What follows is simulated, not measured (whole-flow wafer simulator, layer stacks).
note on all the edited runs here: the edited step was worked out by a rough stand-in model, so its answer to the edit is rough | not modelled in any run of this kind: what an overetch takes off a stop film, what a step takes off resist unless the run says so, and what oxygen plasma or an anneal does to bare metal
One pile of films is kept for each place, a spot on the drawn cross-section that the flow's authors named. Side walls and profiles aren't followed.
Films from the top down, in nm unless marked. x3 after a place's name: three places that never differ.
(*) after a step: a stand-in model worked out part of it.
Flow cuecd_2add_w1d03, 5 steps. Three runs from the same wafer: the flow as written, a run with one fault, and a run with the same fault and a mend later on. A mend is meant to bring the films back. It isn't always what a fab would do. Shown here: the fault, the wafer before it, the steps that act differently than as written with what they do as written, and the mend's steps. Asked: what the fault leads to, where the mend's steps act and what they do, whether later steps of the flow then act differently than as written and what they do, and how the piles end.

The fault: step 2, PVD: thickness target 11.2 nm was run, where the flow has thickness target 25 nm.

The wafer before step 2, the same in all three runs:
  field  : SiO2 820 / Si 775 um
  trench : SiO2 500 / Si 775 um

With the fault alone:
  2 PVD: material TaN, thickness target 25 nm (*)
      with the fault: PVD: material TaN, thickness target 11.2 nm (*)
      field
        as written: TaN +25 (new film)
        with the fault: TaN +11.2 (new film)
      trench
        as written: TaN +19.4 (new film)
        with the fault: TaN +8.67 (new film)
  No later step of the flow acts differently than as written, at any place that is followed, by more than 2% or 0.5 nm, whichever is larger.
  At the end the piles differ from the flow's by more than 2% or 0.5 nm, whichever is larger, at field, trench.
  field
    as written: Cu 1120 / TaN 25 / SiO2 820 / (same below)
    with the fault: Cu 1120 / TaN 11.2 / SiO2 820 / (same below)
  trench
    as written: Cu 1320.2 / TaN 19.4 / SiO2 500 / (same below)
    with the fault: Cu 1316.4 / TaN 8.67 / SiO2 500 / (same below)

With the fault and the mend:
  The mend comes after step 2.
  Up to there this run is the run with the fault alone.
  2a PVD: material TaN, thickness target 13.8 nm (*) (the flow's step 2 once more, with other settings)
      field
        TaN +13.8
      trench
        TaN +10.6
  No later step of the flow acts differently than as written, at any place that is followed, by more than 2% or 0.5 nm, whichever is larger.
  At the end the piles differ from the flow's only slightly at the places that both follow, by at most 2% or 0.5 nm, whichever is larger.
